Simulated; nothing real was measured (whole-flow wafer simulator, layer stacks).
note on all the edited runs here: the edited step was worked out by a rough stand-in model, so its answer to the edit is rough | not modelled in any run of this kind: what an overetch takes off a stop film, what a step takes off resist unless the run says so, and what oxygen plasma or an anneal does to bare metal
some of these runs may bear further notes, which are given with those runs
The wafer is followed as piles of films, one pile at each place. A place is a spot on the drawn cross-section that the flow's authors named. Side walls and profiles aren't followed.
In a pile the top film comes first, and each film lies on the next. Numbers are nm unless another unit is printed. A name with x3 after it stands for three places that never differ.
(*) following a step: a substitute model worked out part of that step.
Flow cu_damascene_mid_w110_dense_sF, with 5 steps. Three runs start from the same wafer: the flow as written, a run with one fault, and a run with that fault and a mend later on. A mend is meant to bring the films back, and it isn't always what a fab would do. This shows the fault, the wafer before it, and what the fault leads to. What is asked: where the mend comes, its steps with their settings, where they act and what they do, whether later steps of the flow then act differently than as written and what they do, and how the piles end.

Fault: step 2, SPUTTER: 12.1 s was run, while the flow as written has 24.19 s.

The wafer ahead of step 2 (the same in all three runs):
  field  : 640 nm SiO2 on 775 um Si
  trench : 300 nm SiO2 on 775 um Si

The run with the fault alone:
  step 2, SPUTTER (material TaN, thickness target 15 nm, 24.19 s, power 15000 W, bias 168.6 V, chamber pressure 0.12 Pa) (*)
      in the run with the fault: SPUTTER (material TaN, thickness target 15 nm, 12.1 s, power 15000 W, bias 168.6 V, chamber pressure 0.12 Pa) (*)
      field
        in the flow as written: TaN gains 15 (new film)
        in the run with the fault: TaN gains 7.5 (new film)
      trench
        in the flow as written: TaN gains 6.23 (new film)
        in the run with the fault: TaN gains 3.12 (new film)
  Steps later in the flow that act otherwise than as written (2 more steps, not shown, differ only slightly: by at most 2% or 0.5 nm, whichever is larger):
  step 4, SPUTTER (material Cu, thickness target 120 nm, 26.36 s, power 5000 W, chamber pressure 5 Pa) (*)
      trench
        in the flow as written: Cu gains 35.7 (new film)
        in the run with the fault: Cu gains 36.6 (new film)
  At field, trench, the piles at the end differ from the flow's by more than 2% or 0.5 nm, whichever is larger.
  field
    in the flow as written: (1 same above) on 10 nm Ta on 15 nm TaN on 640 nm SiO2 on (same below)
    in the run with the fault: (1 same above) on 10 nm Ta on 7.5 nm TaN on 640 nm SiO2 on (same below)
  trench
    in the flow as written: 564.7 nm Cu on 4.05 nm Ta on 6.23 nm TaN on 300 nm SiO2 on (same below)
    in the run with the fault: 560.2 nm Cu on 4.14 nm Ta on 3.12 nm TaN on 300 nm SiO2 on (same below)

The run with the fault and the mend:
  After step 2 comes the mend.
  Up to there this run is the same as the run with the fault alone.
  step 2a, SPUTTER (material TaN, thickness target 15 nm, 12.09 s, power 15000 W, bias 168.6 V, chamber pressure 0.12 Pa) (*) (the flow's step 2, run once more with other settings)
      field
        TaN gains 7.5
      trench
        TaN gains 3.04
  None of the later steps of the flow differs from how it acts as written, at any place that is followed, by more than 2% or 0.5 nm, whichever is larger.
  When the end is reached, the piles differ only a little from the flow's at the places that both follow, at most by 2% or 0.5 nm, whichever is larger.
